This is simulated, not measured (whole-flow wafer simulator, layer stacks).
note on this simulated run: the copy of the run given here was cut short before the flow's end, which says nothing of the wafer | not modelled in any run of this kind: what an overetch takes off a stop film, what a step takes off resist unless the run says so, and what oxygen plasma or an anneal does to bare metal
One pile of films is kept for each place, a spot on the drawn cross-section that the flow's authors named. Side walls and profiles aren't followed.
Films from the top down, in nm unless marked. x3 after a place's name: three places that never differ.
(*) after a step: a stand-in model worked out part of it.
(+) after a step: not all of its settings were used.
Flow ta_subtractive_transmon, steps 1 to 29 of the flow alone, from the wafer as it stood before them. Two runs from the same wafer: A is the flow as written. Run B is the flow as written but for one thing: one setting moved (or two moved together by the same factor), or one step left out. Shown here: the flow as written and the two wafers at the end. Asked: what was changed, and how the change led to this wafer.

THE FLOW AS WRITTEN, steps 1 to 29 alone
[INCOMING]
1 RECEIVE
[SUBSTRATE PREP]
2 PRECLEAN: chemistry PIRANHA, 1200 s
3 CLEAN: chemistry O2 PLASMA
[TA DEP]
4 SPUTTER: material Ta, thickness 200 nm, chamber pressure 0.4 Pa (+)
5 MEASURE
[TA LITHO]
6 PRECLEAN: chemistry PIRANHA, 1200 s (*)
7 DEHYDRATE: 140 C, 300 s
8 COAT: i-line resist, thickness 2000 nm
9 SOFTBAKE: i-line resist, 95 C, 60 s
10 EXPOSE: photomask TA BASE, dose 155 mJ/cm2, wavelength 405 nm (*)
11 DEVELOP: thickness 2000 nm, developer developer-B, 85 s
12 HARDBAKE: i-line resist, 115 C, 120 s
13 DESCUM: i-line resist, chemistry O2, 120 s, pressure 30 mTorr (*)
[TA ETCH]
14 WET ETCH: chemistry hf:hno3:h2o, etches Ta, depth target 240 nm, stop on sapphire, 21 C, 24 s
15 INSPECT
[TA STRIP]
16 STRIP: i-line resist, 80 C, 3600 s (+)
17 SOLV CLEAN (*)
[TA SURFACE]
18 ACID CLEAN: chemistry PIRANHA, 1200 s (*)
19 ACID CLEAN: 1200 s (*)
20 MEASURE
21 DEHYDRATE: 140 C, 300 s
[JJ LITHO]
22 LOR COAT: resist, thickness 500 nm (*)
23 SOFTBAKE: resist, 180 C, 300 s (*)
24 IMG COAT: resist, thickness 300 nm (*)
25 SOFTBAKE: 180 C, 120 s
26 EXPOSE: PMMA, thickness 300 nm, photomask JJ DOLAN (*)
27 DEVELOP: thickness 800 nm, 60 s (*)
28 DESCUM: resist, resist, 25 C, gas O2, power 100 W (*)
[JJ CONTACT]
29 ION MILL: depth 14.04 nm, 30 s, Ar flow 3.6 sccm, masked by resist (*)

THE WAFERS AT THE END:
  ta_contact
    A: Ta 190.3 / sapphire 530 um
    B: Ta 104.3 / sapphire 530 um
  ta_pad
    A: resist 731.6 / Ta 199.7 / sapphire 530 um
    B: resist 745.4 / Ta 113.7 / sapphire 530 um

The cause: step 4, SPUTTER: thickness 114 nm was run, where the flow has thickness 200 nm.

How the change led to this, step by step:
  4 SPUTTER: material Ta, thickness 200 nm, chamber pressure 0.4 Pa (+)
      field x2, jj_line, lead, ta_contact, ta_pad: A Ta +200 (new film) | B Ta +114 (new film)
  14 WET ETCH: chemistry hf:hno3:h2o, etches Ta, depth target 240 nm, stop on sapphire, 21 C, 24 s
      field x2, jj_line, lead: A Ta -200 (all of it) | B Ta -114 (all of it)
  22 LOR COAT: resist, thickness 500 nm (*)
      lead: A resist +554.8 (new film) | B resist +532.2 (new film)
      ta_contact: A resist +443.8 (new film) | B resist +466.7 (new film)
  24 IMG COAT: resist, thickness 300 nm (*)
      ta_pad: A resist +281.3 | B resist +289.2
  27 DEVELOP: thickness 800 nm, 60 s (*)
      lead: A resist -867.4 (all of it) | B resist -839.3 (all of it)
      ta_contact: A resist -731.2 (all of it) | B resist -759.7 (all of it)
